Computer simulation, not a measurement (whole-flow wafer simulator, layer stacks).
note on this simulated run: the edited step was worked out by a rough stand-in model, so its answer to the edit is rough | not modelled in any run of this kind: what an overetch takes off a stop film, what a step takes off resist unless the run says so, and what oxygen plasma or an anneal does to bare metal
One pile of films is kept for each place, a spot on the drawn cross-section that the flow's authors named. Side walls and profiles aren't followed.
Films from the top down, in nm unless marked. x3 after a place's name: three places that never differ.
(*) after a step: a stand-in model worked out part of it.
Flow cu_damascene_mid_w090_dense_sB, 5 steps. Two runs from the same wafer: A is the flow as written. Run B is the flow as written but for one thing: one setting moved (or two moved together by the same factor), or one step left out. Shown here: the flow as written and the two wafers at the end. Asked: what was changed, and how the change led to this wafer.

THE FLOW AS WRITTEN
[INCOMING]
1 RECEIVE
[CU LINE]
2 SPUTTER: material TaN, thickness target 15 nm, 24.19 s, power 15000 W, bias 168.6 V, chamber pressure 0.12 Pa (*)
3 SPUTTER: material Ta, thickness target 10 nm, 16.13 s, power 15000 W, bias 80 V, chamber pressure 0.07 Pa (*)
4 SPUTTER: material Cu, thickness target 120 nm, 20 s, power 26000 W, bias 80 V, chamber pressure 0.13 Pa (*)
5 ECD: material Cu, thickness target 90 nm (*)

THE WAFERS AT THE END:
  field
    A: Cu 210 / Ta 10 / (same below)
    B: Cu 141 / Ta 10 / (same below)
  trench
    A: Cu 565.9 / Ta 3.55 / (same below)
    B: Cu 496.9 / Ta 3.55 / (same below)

The cause: step 4, SPUTTER: thickness target 51 nm was run, where the flow has thickness target 120 nm; step 4, SPUTTER: 8.5 s was run, where the flow has 20 s.

How the change led to this, step by step:
  4 SPUTTER: material Cu, thickness target 120 nm, 20 s, power 26000 W, bias 80 V, chamber pressure 0.13 Pa (*)
      field: A Cu +120 (new film) | B Cu +51 (new film)
      trench: A Cu +44.3 (new film) | B Cu +18.8 (new film)
  5 ECD: material Cu, thickness target 90 nm (*)
      trench: A Cu +521.6 | B Cu +478.1
